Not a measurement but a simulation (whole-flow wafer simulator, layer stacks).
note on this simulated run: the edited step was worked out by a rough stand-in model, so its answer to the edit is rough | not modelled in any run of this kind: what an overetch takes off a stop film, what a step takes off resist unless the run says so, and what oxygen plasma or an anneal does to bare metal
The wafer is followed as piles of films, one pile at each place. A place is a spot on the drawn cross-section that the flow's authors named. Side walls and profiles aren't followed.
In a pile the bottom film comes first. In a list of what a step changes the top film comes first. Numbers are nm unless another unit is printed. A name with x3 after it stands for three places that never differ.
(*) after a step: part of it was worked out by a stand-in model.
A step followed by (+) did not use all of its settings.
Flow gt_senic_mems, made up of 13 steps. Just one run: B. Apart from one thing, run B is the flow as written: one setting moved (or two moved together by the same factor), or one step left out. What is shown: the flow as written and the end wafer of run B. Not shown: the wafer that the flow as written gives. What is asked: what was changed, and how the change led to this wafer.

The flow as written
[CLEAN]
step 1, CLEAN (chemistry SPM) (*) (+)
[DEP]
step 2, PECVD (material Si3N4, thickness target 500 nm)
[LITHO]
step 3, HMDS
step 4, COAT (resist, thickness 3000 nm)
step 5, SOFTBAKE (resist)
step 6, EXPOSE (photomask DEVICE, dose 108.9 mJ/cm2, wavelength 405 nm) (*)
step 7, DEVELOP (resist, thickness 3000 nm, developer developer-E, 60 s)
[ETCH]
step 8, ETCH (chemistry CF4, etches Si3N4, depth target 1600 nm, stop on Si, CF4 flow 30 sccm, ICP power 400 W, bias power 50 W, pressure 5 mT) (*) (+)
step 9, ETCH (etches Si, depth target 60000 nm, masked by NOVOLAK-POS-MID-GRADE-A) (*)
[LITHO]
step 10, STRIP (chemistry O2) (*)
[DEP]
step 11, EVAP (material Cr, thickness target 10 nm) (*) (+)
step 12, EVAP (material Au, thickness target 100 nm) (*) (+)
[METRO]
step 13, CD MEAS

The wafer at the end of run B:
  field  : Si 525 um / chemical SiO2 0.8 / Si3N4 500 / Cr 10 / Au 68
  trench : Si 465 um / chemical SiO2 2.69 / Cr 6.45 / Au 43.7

What caused this: step 12, EVAP: thickness target 68 nm was run, while the flow as written has thickness target 100 nm.
One can read it off the wafer: field has Au 68, and step 12 as written asks for 100 nm.

Step by step, how the change led to this:
  step 12, EVAP (material Au, thickness target 100 nm) (*) (+)
      field: +68 Au (new film) (as written it would have been: +100 Au (new film))
      trench: +43.7 Au (new film) (as written it would have been: +64.1 Au (new film))
